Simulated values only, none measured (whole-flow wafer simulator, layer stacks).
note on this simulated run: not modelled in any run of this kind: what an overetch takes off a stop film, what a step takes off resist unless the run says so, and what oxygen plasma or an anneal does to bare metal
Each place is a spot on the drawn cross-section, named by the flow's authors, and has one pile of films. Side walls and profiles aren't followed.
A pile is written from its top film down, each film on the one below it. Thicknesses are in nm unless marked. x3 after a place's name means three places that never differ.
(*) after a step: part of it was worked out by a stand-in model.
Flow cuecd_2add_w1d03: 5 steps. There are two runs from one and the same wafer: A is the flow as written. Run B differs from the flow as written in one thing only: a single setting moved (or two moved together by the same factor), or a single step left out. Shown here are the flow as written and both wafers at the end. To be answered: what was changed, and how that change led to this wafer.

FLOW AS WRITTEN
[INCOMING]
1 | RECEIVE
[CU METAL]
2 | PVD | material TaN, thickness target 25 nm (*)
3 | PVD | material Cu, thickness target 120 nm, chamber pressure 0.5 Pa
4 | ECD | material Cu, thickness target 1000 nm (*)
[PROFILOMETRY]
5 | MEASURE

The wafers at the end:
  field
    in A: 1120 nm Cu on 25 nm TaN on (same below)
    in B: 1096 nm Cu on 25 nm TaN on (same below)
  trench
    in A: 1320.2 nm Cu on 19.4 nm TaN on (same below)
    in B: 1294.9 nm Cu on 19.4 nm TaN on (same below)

Cause: step 3, PVD: thickness target 96 nm was run, whereas the flow has thickness target 120 nm.

The path from the change to this, step by step:
  3 | PVD | material Cu, thickness target 120 nm, chamber pressure 0.5 Pa
      field: A +120 Cu (new film) | B +96 Cu (new film)
      trench: A +93.4 Cu (new film) | B +74.8 Cu (new film)
